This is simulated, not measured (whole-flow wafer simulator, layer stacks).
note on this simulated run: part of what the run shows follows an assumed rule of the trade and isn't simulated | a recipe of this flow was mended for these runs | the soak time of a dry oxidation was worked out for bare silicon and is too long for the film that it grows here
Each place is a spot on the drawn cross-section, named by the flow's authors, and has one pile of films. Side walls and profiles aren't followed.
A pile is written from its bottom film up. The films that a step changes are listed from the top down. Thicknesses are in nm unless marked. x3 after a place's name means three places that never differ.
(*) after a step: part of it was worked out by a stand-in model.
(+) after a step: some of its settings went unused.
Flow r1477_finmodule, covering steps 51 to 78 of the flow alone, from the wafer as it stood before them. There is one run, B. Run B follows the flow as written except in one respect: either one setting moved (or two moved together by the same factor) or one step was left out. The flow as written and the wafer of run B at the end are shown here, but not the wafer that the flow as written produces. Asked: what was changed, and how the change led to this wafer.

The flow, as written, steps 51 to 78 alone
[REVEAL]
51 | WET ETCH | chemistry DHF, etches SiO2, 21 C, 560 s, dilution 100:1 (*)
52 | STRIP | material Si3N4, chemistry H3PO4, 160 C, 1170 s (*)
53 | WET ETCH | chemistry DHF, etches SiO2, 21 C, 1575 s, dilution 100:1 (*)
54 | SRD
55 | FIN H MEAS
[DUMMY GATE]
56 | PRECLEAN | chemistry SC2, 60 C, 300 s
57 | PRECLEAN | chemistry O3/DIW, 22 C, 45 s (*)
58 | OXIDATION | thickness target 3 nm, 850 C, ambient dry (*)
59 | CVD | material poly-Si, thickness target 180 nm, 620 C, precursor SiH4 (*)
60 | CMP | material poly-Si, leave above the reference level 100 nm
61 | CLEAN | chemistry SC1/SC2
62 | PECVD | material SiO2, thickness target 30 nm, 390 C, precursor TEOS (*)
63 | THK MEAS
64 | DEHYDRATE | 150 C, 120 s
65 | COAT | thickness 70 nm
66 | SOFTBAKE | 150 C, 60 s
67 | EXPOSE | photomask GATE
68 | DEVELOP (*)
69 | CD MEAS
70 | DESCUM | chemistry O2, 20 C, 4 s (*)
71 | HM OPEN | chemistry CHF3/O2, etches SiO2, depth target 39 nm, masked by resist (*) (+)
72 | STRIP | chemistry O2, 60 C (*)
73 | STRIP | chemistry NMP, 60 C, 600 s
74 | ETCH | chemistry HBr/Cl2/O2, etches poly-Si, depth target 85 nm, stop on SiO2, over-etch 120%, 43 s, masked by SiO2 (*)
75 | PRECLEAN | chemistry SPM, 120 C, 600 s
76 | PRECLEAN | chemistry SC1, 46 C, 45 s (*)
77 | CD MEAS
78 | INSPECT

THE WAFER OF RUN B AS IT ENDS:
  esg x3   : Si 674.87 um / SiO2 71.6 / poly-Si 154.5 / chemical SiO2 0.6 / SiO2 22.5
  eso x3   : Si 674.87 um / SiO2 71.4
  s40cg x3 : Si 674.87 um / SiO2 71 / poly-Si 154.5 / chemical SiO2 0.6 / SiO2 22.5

What caused this: step 51, WET ETCH: 728 s was run, while the flow as written has 560 s.

The path from the change to this, step by step:
  51 | WET ETCH | chemistry DHF, etches SiO2, 21 C, 560 s, dilution 100:1 (*)
      esg x3, e200sg, s40cg x3, s40sg x3, eso x3, e200so, s40co x3, s40so x3: -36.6 SiO2 (it would be, as written: -28.1 SiO2)
      pad, padg: -39.6 SiO2 (it would be, as written: -30.5 SiO2)
  59 | CVD | material poly-Si, thickness target 180 nm, 620 C, precursor SiH4 (*)
      esg x3, s40cg x3, s40sg x3, eso x3, s40co x3, s40so x3: +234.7 poly-Si (new film) (it would be, as written: +226.3 poly-Si (new film))
      e200sg, e200so: +234.7 poly-Si (new film) (it would be, as written: +219.2 poly-Si (new film))
  60 | CMP | material poly-Si, leave above the reference level 100 nm
      pad, padg: -15.6 poly-Si (it would be, as written: -24.8 poly-Si)
      e200sg, e200so: -80 poly-Si (it would be, as written: -72.9 poly-Si)
  74 | ETCH | chemistry HBr/Cl2/O2, etches poly-Si, depth target 85 nm, stop on SiO2, over-etch 120%, 43 s, masked by SiO2 (*)
      eso x3, e200so, s40co x3, s40so x3: -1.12 chemical SiO2 (all of it), -152.3 poly-Si (all of it), -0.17 SiO2 (it would be, as written: -1.12 chemical SiO2 (all of it), -143.9 poly-Si (all of it), -0.22 SiO2)
      pad: -1.12 chemical SiO2 (all of it), -161.9 poly-Si (all of it), -0.13 SiO2 (it would be, as written: -1.12 chemical SiO2 (all of it), -152.8 poly-Si (all of it), -0.17 SiO2)
